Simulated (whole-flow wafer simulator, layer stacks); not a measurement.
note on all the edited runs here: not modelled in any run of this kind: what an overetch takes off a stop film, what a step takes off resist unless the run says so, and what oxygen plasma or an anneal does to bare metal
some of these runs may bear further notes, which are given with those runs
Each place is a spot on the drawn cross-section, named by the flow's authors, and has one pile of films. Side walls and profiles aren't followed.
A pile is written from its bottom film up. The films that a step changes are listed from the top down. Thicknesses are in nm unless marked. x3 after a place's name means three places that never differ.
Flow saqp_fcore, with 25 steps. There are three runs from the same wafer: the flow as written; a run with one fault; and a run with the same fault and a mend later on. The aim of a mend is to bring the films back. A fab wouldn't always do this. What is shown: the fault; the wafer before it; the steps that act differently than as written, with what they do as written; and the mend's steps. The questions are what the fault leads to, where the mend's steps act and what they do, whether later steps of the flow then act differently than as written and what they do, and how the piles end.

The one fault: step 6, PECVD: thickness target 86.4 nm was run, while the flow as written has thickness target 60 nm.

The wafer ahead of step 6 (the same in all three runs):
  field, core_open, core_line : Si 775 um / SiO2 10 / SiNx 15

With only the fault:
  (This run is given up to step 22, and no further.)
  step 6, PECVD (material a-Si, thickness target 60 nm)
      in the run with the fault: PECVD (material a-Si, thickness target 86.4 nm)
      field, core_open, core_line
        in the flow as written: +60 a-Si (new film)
        in the run with the fault: +86.4 a-Si (new film)
  None of the later steps of the flow up to step 22 acts differently than as written at any place that is followed.
  The piles after step 22 differ from the flow's at field, core_open, core_line by more than 2% or 0.5 nm, whichever is larger.
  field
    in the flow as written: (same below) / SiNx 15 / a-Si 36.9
    in the run with the fault: (same below) / SiNx 15 / a-Si 63.3
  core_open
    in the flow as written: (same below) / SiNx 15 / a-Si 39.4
    in the run with the fault: (same below) / SiNx 15 / a-Si 65.8
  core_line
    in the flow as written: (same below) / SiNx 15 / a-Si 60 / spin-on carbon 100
    in the run with the fault: (same below) / SiNx 15 / a-Si 86.4 / spin-on carbon 100

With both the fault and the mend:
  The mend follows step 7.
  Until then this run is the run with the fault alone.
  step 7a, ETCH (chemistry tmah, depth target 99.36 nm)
      field, core_open, core_line
        -86.4 a-Si (all of it)
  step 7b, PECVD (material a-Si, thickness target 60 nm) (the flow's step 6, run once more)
      field, core_open, core_line
        +60 a-Si (new film)
  None of the later steps of the flow acts differently than as written at any place that is followed.
  The piles end the same as the flow's at every place that both follow.
